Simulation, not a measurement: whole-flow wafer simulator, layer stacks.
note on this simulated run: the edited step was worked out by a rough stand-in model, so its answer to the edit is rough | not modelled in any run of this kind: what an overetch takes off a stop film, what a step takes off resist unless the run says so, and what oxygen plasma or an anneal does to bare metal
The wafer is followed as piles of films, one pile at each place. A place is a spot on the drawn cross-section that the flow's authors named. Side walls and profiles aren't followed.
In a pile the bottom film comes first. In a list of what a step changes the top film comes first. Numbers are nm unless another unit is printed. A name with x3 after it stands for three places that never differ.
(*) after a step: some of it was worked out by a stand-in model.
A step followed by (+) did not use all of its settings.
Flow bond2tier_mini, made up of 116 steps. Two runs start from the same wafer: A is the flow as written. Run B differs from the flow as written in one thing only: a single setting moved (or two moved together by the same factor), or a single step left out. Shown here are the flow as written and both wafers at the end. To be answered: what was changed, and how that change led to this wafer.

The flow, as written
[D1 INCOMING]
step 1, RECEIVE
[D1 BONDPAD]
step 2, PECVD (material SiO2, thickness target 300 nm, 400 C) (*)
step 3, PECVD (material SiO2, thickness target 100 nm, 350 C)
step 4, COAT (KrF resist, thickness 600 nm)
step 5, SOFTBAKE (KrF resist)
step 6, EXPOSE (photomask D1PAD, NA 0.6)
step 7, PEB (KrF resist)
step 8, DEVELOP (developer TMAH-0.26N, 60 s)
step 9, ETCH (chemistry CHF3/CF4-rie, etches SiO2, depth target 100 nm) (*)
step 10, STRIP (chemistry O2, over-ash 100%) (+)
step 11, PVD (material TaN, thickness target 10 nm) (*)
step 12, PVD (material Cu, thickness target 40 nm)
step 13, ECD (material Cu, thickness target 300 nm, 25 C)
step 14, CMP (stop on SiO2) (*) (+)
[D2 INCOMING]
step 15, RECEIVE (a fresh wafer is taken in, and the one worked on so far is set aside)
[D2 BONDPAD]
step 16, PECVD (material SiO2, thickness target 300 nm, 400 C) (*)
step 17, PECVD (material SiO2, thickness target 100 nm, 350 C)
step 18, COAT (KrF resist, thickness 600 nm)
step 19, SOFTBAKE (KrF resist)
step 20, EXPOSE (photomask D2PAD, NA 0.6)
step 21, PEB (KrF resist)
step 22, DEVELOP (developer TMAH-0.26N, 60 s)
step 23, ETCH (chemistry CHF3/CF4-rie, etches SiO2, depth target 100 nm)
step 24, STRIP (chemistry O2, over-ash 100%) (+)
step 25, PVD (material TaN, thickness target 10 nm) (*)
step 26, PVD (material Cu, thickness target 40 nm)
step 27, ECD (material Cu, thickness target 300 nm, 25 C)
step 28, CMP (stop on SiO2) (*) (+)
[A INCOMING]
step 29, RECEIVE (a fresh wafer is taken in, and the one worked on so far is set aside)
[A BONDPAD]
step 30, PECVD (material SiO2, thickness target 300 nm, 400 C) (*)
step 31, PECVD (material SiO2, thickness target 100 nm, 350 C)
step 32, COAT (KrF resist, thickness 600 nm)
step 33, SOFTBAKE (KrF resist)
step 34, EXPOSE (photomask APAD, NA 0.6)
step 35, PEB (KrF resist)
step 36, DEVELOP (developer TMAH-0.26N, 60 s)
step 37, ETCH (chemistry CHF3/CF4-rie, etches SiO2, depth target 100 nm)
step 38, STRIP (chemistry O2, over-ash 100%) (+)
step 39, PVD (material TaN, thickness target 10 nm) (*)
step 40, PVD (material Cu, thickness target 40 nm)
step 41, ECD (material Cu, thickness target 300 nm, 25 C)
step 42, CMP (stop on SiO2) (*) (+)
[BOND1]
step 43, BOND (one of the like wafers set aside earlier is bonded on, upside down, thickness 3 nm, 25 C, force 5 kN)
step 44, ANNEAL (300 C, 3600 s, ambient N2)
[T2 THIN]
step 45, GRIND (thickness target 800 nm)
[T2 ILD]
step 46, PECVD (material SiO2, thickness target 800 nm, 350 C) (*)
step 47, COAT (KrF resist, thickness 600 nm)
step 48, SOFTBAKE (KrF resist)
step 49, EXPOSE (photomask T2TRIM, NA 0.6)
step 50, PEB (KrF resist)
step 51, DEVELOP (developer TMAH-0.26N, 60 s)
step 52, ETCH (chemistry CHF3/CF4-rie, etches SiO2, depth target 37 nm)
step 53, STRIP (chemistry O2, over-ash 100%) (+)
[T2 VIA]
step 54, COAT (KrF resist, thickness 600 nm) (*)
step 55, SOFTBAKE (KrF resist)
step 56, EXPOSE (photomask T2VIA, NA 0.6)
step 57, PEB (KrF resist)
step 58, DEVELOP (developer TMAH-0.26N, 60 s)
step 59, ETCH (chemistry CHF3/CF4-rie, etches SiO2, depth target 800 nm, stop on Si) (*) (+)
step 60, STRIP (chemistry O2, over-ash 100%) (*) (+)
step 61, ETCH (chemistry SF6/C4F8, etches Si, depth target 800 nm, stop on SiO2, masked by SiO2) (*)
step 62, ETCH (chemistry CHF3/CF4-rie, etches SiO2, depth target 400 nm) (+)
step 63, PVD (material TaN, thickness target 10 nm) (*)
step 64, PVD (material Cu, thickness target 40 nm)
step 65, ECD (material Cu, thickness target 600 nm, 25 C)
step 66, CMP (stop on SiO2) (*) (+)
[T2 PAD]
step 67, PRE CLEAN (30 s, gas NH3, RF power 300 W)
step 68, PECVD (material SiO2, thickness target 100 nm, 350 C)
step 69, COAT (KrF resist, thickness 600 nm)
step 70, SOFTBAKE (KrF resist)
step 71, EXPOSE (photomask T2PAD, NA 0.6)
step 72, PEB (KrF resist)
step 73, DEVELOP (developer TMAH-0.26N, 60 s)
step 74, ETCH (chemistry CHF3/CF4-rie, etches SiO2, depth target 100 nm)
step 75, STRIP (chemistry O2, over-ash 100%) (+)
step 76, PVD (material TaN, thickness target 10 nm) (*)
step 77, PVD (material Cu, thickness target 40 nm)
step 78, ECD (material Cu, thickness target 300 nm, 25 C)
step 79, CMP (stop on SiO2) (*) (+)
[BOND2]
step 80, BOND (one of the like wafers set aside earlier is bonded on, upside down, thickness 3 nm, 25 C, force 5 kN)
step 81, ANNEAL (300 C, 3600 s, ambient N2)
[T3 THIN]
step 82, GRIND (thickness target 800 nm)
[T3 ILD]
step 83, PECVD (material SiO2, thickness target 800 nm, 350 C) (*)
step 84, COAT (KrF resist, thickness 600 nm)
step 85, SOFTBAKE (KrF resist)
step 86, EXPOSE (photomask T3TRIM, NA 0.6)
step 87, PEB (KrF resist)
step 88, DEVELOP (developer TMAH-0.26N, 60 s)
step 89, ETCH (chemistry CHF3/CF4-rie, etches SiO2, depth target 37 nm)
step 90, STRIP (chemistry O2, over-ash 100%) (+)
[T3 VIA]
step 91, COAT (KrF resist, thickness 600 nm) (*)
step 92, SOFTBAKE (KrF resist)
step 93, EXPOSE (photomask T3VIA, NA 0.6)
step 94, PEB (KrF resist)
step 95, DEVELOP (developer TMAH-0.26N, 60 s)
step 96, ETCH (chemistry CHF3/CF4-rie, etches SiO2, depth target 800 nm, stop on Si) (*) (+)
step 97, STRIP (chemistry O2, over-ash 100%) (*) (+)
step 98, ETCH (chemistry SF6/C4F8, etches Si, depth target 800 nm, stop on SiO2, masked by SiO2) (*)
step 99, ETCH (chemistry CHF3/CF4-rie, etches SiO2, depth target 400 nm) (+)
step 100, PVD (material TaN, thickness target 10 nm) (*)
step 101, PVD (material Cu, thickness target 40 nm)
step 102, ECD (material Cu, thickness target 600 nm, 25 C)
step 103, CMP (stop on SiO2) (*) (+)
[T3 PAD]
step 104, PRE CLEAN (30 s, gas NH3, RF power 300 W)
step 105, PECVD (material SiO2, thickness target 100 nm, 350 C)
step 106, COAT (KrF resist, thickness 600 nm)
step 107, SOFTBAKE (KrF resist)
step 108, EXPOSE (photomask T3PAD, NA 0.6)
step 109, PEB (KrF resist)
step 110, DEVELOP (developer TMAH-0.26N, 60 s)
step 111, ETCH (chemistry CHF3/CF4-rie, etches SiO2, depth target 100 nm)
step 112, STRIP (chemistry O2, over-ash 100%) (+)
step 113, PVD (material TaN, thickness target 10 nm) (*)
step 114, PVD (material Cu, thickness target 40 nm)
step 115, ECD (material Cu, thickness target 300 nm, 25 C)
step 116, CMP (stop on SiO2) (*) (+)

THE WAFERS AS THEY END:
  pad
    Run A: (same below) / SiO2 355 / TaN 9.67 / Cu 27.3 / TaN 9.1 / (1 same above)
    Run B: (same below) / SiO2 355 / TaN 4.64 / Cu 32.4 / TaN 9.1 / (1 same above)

The reason: step 100, PVD: thickness target 4.8 nm was run, while the flow as written has thickness target 10 nm.

The path from the change to this, step by step:
  step 100, PVD (material TaN, thickness target 10 nm) (*)
      field: A TaN gains 10 (new film) | B TaN gains 4.8 (new film)
      pad: A TaN gains 9.67 (new film) | B TaN gains 4.64 (new film)
  step 103, CMP (stop on SiO2) (*) (+)
      field: A Cu loses 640 (all of it), TaN loses 10 (all of it) | B Cu loses 640 (all of it), TaN loses 4.8 (all of it)
